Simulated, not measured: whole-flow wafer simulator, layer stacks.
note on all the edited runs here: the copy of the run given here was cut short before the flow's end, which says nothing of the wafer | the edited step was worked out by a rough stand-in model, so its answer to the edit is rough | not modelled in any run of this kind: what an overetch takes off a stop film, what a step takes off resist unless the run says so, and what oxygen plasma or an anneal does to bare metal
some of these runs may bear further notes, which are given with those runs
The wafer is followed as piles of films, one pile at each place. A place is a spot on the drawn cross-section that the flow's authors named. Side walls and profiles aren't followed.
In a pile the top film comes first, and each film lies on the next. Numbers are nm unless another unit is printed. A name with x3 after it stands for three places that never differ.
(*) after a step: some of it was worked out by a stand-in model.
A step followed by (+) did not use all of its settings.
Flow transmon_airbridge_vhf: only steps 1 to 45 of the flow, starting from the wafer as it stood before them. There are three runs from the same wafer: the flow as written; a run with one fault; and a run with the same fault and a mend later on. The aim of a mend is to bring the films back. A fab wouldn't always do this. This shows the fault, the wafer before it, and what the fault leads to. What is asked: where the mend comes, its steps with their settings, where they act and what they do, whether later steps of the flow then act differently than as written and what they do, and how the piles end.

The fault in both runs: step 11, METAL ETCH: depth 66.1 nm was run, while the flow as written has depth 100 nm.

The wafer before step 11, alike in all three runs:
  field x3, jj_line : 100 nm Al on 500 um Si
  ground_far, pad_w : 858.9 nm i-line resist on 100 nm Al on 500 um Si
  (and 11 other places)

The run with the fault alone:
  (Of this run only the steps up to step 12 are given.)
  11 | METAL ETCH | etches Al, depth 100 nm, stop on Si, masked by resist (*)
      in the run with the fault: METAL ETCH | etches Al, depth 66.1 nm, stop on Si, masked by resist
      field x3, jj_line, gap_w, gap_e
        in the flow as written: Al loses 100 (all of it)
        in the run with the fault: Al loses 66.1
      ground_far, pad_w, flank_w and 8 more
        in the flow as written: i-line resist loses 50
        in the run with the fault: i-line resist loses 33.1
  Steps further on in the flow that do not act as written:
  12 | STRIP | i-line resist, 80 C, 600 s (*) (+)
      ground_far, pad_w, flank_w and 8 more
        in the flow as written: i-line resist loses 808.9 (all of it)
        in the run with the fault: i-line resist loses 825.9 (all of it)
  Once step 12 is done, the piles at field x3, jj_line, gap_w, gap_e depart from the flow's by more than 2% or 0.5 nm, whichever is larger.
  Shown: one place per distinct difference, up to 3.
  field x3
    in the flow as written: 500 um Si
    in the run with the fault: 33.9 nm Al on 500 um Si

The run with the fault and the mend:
  After step 12 comes the mend.
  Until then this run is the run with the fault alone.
  12a | COAT | i-line resist, thickness 900 nm (*) (the flow's step 6, run once more)
      field x3, jj_line, trace_open_s x2, margin_s, bridge_strip, margin_n
        i-line resist gains 900 (new film)
      pad_w, pad_e
        i-line resist gains 891.9 (new film)
      flank_w, flank_e
        i-line resist gains 884.5 (new film)
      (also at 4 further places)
  12b | SOFTBAKE | i-line resist, 90 C, 90 s (the flow's step 7, run once more)
      flank_w, flank_e
        i-line resist loses 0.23
      gap_w, gap_e
        i-line resist gains 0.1
      cpw_trace
        i-line resist loses 0.05
  12c | EXPOSE | i-line resist, thickness 900 nm, photomask AB CPW, dose 155.4 mJ/cm2, NA 0.45, wavelength 365 nm (*) (the flow's step 8, run once more)
      alters no film at any place that is followed
  12d | PEB | i-line resist, 110 C, 60 s (the flow's step 9, run once more)
      field x3, jj_line, trace_open_s x2, margin_s, bridge_strip, margin_n
        i-line resist loses 41
      pad_w, pad_e
        i-line resist loses 40.7
      flank_w, flank_e
        i-line resist loses 40.3
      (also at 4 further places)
  12e | DEVELOP | i-line resist, thickness 900 nm, developer developer-B, 60 s (the flow's step 10, run once more)
      flank_w, flank_e, trace_open_s x2, margin_s, bridge_strip, margin_n
        i-line resist loses 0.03
      field x3, jj_line
        i-line resist loses 859 (all of it)
      gap_w, gap_e
        i-line resist loses 893.5 (all of it)
  12f | METAL ETCH | etches Al, depth 33.9 nm, stop on Si, masked by resist (*) (the flow's step 11, run once more with other settings)
      ground_far, flank_w, cpw_trace, flank_e, trace_open_s x2, margin_s, bridge_strip, margin_n
        i-line resist loses 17
      field x3, jj_line, gap_w, gap_e
        Al loses 33.9 (all of it)
      pad_w, pad_e
        i-line resist loses 16.9
  12g | STRIP | i-line resist, 80 C, 600 s (*) (+) (the flow's step 12, run once more)
      trace_open_s x2, margin_s, bridge_strip, margin_n
        i-line resist loses 842 (all of it)
      pad_w, pad_e
        i-line resist loses 834.2 (all of it)
      flank_w, flank_e
        i-line resist loses 827 (all of it)
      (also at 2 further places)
  None of the later steps of the flow acts differently than as written at any place that is followed.
  At every place that both follow, the piles at the end match the flow's.
